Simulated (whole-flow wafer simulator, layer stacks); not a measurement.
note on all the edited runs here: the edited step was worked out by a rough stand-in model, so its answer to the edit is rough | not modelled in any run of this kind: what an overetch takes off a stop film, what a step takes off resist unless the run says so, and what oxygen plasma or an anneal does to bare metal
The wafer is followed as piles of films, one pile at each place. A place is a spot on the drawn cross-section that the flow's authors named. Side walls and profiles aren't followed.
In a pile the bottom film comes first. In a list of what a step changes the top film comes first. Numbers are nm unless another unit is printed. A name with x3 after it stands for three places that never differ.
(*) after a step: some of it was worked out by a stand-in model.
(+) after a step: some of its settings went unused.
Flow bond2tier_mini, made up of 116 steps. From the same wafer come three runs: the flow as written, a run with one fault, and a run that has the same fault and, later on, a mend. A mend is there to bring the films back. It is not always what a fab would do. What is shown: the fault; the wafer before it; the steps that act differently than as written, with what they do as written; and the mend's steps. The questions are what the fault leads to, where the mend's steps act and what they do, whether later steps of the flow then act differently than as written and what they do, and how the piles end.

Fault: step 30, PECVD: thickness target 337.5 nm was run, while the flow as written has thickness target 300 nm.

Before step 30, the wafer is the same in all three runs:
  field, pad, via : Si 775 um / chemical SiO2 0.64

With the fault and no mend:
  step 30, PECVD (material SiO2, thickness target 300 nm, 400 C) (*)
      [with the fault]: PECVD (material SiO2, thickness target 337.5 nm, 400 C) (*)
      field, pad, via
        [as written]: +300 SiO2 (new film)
        [with the fault]: +337.5 SiO2 (new film)
  Every later step of the flow that is run acts as written at every place that is followed.
  At field, pad, the piles at the end differ from the flow's by more than 2% or 0.5 nm, whichever is larger.
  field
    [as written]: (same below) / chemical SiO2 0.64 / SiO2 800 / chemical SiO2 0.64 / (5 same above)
    [with the fault]: (same below) / chemical SiO2 0.64 / SiO2 837.5 / chemical SiO2 0.64 / (5 same above)
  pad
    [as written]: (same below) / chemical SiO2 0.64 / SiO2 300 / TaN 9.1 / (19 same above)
    [with the fault]: (same below) / chemical SiO2 0.64 / SiO2 337.5 / TaN 9.1 / (19 same above)

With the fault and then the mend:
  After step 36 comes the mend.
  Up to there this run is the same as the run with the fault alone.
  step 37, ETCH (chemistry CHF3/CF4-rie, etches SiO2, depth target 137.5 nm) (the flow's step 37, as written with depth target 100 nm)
      pad, via
        -137.5 SiO2
      field
        -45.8 KrF resist
  Steps later in the flow that act otherwise than as written (1 more step, not shown, differs only slightly: by at most 2% or 0.5 nm, whichever is larger):
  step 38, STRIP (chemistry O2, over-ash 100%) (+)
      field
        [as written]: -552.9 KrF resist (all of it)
        [with the mend]: -540.4 KrF resist (all of it)
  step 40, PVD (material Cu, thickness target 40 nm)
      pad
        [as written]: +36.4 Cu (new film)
        [with the mend]: +35.2 Cu (new film)
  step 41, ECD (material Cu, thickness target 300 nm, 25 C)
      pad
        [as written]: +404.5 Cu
        [with the mend]: +443.6 Cu
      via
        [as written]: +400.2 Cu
        [with the mend]: +437.9 Cu
  At field, pad, the piles at the end differ from the flow's by more than 2% or 0.5 nm, whichever is larger.
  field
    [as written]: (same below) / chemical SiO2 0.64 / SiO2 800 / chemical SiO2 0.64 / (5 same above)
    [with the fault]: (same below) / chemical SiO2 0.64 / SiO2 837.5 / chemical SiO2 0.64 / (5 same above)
    [with the mend]: (same below) / chemical SiO2 0.64 / SiO2 837.5 / chemical SiO2 0.64 / (5 same above)
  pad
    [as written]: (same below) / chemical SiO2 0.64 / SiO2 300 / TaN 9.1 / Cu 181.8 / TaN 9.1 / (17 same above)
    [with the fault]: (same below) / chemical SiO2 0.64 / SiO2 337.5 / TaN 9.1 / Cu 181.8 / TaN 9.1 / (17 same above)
    [with the mend]: (same below) / chemical SiO2 0.64 / SiO2 300 / TaN 8.79 / Cu 219.6 / TaN 9.1 / (17 same above)
